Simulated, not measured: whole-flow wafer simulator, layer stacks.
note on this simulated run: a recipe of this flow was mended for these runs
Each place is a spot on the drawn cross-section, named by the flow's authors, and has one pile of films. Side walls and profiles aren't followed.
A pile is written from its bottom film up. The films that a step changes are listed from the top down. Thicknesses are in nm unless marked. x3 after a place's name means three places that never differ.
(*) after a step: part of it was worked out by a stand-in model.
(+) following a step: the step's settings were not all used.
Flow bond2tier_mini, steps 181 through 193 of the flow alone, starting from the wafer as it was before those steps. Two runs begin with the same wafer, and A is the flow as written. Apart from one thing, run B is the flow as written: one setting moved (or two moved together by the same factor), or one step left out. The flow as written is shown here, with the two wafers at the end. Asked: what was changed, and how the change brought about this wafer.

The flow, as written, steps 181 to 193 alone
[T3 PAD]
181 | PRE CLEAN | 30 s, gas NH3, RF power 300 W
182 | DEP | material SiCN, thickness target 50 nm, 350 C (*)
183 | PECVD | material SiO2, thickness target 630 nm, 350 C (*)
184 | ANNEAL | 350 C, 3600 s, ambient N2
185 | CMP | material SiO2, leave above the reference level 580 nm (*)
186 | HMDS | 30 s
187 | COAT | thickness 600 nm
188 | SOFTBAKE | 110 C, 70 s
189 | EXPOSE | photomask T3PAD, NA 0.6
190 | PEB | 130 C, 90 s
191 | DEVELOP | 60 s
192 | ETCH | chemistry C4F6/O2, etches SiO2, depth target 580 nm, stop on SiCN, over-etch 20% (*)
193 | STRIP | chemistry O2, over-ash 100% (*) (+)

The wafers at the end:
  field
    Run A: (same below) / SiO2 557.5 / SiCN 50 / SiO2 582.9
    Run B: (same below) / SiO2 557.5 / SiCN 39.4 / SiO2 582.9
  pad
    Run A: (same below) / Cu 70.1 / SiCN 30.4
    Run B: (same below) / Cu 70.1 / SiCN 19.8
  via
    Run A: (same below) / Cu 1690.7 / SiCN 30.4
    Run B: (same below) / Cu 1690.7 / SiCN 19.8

The reason: step 182, DEP: thickness target 39.4 nm was run, while the flow as written has thickness target 50 nm.
The wafer itself shows it: field has SiCN 39.4, and step 182 as written asks for 50 nm.

The path from the change to this, step by step:
  182 | DEP | material SiCN, thickness target 50 nm, 350 C (*)
      field, pad, via: A SiCN gains 50 (new film) | B SiCN gains 39.4 (new film)
